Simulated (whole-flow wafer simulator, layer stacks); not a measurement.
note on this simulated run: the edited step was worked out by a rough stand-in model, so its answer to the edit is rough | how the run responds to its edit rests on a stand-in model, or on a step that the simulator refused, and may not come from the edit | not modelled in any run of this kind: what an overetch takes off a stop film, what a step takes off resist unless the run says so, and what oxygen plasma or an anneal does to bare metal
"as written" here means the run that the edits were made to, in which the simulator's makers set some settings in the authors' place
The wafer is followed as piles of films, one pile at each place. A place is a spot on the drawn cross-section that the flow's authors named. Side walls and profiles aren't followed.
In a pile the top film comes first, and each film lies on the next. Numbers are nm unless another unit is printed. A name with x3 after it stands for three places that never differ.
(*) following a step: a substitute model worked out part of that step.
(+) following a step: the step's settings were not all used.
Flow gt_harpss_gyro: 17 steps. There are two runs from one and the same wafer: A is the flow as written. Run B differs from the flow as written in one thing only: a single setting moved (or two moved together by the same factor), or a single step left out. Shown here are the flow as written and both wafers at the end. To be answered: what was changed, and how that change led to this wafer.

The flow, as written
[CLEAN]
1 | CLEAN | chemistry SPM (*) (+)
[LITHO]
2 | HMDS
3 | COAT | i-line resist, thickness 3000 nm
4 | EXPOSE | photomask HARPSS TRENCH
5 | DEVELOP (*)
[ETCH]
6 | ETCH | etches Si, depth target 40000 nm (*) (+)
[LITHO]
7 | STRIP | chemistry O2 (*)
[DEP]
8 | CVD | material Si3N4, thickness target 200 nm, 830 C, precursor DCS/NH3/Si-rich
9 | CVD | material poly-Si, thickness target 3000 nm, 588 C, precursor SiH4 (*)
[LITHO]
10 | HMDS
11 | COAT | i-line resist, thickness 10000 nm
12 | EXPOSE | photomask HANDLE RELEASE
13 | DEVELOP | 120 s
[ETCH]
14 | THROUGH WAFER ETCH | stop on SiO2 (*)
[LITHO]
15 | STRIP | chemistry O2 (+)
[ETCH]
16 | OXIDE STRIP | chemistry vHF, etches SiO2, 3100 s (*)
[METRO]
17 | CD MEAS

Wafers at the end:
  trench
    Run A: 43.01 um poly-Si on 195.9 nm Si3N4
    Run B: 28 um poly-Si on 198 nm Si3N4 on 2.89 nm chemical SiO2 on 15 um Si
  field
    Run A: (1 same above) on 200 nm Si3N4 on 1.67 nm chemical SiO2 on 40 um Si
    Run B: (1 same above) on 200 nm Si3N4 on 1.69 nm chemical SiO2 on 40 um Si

Cause: step 6, ETCH: depth target 25000 nm was run, whereas the flow has depth target 40000 nm.

How this came from the change, step by step:
  6 | ETCH | etches Si, depth target 40000 nm (*) (+)
      trench: A -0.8 chemical SiO2 (all of it), -40 um Si (all of it) | B -0.8 chemical SiO2 (all of it), -25 um Si
      field: A -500 i-line resist | B -312.5 i-line resist
  7 | STRIP | chemistry O2 (*)
      trench: A nothing | B +2.89 chemical SiO2 (new film), -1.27 Si
      field: A -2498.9 i-line resist (all of it), +0.87 chemical SiO2, -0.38 Si | B -2686.4 i-line resist (all of it), +0.89 chemical SiO2, -0.39 Si
  9 | CVD | material poly-Si, thickness target 3000 nm, 588 C, precursor SiH4 (*)
      trench: A +43.01 um poly-Si (new film) | B +28 um poly-Si (new film)
